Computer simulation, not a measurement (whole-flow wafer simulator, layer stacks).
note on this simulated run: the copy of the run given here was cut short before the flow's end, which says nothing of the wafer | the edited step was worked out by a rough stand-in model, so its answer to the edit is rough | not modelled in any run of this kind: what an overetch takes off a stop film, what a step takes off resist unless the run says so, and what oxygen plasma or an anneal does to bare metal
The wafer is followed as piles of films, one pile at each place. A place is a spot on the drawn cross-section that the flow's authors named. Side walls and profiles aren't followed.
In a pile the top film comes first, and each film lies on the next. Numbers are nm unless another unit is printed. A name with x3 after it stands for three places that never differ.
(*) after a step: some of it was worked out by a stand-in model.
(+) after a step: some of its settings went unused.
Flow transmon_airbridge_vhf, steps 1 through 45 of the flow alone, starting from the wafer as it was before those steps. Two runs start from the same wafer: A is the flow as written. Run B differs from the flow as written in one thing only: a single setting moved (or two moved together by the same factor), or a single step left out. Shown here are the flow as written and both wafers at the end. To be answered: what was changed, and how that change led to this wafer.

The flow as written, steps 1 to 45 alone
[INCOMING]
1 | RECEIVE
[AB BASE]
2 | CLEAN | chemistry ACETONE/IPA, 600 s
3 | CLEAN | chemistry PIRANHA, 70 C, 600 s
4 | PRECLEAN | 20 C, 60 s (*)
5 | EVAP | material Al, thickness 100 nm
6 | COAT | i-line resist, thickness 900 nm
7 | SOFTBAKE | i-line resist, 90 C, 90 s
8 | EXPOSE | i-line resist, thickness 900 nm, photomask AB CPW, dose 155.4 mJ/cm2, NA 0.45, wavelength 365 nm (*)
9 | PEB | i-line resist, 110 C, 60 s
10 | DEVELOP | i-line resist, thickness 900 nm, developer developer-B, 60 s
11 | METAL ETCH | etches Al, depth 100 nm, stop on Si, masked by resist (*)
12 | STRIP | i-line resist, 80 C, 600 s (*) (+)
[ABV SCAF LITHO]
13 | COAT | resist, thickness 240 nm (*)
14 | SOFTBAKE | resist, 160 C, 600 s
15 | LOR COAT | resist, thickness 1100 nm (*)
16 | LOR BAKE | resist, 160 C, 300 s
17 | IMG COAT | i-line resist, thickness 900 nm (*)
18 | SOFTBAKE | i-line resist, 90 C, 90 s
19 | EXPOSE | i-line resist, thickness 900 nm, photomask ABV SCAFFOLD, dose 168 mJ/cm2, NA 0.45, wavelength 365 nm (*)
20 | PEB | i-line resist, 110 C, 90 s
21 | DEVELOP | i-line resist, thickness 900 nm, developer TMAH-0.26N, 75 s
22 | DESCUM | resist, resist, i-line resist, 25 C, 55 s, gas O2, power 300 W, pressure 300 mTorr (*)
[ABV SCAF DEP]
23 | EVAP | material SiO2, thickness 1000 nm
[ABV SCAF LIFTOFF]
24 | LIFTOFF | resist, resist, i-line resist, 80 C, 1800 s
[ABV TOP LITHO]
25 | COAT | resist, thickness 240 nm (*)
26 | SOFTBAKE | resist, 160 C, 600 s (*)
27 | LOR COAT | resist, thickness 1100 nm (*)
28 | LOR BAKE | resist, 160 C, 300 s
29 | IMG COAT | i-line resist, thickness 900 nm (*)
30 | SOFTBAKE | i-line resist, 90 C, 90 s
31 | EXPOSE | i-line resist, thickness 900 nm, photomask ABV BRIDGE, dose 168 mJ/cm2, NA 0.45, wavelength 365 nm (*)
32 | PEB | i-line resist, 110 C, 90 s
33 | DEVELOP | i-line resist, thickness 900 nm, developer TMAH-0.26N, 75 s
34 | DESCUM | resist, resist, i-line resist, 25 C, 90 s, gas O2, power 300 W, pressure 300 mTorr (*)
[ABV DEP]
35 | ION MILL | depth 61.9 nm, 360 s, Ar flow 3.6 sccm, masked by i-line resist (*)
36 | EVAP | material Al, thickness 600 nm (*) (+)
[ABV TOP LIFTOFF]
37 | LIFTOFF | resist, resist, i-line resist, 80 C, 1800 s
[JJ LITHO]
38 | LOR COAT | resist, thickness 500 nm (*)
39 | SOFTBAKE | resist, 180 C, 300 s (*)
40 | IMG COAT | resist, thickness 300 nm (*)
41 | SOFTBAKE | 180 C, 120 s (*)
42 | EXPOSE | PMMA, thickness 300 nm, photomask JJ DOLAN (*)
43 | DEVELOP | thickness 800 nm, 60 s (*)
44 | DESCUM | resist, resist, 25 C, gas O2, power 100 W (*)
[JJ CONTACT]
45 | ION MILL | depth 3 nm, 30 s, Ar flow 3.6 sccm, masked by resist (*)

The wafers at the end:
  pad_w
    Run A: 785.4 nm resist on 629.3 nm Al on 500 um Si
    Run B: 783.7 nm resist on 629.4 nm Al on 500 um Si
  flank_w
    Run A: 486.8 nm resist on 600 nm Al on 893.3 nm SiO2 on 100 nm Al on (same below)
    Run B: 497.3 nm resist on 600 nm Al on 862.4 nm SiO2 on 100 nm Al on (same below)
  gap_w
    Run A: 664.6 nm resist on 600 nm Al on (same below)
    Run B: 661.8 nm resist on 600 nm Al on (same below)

Cause: step 15, LOR COAT: thickness 1760 nm was run, whereas the flow has thickness 1100 nm.

How this came from the change, step by step:
  15 | LOR COAT | resist, thickness 1100 nm (*)
      field x3, jj_line, trace_open_s x2, margin_s, bridge_strip, margin_n: A resist gains 1100 | B resist gains 1760
      pad_w, pad_e: A resist gains 1090.9 | B resist gains 1747.7
      (as well as at 6 more places)
  21 | DEVELOP | i-line resist, thickness 900 nm, developer TMAH-0.26N, 75 s
      margin_s, bridge_strip, margin_n: A i-line resist loses 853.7 (all of it), resist loses 1100 | B i-line resist loses 853.7 (all of it), resist loses 1760
      flank_w, flank_e: A i-line resist loses 860.9 (all of it), resist loses 1086.4 | B i-line resist loses 861.9 (all of it), resist loses 1745.7
      (as well as at 3 more places)
  23 | EVAP | material SiO2, thickness 1000 nm
      flank_w, flank_e: A SiO2 gains 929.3 (new film) | B SiO2 gains 898.3 (new film)
  24 | LIFTOFF | resist, resist, i-line resist, 80 C, 1800 s
      field x3, jj_line, trace_open_s x2: A SiO2 loses 1000 (all of it), i-line resist loses 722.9 (all of it), resist loses 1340 (all of it) | B SiO2 loses 1000 (all of it), i-line resist loses 722.9 (all of it), resist loses 2000 (all of it)
      pad_w, pad_e: A SiO2 loses 1000 (all of it), i-line resist loses 718 (all of it), resist loses 1330.2 (all of it) | B SiO2 loses 1000 (all of it), i-line resist loses 720.3 (all of it), resist loses 1987.1 (all of it)
      (as well as at 1 more place)
  25 | COAT | resist, thickness 240 nm (*)
      flank_w, flank_e: A resist gains 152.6 (new film) | B resist gains 157.3 (new film)
  34 | DESCUM | resist, resist, i-line resist, 25 C, 90 s, gas O2, power 300 W, pressure 300 mTorr (*)
      flank_w, flank_e: A resist loses 152.6 (all of it) | B resist loses 157.3 (all of it)
  40 | IMG COAT | resist, thickness 300 nm (*)
      flank_w, flank_e: A resist gains 212.1 | B resist gains 218.4
